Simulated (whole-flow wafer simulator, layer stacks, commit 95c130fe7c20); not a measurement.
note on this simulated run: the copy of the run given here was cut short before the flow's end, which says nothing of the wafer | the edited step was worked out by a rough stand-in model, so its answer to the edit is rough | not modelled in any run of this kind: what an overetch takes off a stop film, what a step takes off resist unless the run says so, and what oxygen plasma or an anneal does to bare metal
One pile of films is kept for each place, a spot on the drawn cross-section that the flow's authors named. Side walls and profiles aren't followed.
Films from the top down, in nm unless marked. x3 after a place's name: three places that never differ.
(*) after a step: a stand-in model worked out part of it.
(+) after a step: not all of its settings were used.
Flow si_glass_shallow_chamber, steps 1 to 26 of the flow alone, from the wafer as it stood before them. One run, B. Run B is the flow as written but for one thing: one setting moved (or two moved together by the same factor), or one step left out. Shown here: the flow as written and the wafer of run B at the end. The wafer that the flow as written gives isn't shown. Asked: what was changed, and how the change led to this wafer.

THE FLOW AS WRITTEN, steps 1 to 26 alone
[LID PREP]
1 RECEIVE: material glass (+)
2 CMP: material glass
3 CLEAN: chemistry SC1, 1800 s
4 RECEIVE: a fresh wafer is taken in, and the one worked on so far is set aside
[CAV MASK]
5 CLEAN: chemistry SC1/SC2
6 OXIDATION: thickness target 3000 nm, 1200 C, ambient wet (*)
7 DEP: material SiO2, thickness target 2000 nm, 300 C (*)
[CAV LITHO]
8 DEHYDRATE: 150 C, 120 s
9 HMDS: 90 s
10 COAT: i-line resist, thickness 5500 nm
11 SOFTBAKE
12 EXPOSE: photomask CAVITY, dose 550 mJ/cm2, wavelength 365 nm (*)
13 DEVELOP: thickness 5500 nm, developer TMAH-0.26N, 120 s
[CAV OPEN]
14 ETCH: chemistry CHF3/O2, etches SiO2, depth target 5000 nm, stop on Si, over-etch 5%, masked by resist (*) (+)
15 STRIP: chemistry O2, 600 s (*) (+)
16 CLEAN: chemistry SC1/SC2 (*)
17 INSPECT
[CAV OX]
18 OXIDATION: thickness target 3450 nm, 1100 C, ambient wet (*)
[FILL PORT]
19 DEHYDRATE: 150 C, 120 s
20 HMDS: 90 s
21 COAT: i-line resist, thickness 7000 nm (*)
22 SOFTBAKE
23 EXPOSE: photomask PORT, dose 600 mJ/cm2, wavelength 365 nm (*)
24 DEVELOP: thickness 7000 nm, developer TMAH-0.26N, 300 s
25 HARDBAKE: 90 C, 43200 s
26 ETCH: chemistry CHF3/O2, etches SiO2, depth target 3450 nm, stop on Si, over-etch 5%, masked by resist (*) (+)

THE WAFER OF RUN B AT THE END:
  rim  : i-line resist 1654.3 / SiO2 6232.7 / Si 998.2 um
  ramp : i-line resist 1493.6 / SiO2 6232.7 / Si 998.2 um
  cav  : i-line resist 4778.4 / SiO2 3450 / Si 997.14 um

The cause: step 7, DEP: thickness target 2149 nm was run, where the flow has thickness target 2000 nm.

How the change led to this, step by step:
  7 DEP: material SiO2, thickness target 2000 nm, 300 C (*)
      rim, ramp, cav, port, septum, ring: SiO2 +2149 (as written it would be: SiO2 +2000)
  14 ETCH: chemistry CHF3/O2, etches SiO2, depth target 5000 nm, stop on Si, over-etch 5%, masked by resist (*) (+)
      cav, port: SiO2 -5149 (all of it), Si -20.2 (as written it would be: SiO2 -5000 (all of it), Si -50)
  18 OXIDATION: thickness target 3450 nm, 1100 C, ambient wet (*)
      rim, ramp, septum, ring: SiO2 +1083.7, Si -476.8 (as written it would be: SiO2 +1109.8, Si -488.3)
  22 SOFTBAKE
      rim: i-line resist -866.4 (as written it would be: i-line resist -849)
      ramp: i-line resist -446.8 (as written it would be: i-line resist -434.5)
      (and at 1 more place)
  25 HARDBAKE: 90 C, 43200 s
      rim: i-line resist -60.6 (as written it would be: i-line resist -62.5)
      ramp: i-line resist -55 (as written it would be: i-line resist -57.1)
